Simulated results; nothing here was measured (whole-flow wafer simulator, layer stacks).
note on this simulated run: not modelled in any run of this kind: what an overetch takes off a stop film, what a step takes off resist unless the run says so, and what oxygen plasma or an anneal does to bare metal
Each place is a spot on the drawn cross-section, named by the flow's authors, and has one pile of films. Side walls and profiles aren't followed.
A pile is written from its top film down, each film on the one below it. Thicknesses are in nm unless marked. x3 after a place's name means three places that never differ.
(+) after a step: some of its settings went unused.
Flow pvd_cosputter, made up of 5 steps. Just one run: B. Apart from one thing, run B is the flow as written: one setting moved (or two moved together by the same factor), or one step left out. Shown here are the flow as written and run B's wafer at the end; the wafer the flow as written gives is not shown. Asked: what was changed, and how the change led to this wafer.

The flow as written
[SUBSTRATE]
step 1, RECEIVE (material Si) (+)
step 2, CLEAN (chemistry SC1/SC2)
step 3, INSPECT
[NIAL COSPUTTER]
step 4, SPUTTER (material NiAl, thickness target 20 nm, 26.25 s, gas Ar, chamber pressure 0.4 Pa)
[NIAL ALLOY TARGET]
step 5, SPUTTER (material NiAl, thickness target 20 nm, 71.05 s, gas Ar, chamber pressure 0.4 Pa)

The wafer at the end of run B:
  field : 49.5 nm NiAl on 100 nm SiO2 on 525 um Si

The reason: step 5, SPUTTER: thickness target 29.5 nm was run, though the flow has thickness target 20 nm.

The path from the change to this, step by step:
  step 5, SPUTTER (material NiAl, thickness target 20 nm, 71.05 s, gas Ar, chamber pressure 0.4 Pa)
      field: +29.5 NiAl (in the flow as written it would be: +20 NiAl)
